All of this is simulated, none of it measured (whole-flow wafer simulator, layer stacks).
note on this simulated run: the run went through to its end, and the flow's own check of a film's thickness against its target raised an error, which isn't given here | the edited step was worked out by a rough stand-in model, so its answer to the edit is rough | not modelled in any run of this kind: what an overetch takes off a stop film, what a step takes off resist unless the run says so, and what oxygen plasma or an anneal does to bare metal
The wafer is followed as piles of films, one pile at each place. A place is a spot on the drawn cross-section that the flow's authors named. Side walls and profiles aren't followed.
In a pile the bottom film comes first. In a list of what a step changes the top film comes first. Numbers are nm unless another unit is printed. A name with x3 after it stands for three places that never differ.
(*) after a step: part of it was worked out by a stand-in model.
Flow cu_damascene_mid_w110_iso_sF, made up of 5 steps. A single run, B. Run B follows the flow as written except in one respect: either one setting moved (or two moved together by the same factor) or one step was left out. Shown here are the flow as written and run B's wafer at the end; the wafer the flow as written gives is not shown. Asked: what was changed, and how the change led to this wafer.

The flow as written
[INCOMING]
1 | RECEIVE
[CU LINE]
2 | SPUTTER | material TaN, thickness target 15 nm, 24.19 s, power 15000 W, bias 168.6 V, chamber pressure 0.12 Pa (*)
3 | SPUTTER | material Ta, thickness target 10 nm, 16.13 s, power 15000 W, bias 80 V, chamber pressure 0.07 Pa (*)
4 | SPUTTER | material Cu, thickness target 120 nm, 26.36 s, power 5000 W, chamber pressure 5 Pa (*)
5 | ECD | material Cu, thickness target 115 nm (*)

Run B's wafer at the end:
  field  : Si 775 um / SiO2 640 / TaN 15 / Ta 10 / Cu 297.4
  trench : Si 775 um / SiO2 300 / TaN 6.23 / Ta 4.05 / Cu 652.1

Cause: step 4, SPUTTER: 39.54 s was run, whereas the flow has 26.36 s.

The path from the change to this, step by step:
  4 | SPUTTER | material Cu, thickness target 120 nm, 26.36 s, power 5000 W, chamber pressure 5 Pa (*)
      field: +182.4 Cu (new film) (as written it would have been: +120 Cu (new film))
      trench: +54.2 Cu (new film) (as written it would have been: +35.7 Cu (new film))
  5 | ECD | material Cu, thickness target 115 nm (*)
      trench: +597.8 Cu (as written it would have been: +554 Cu)
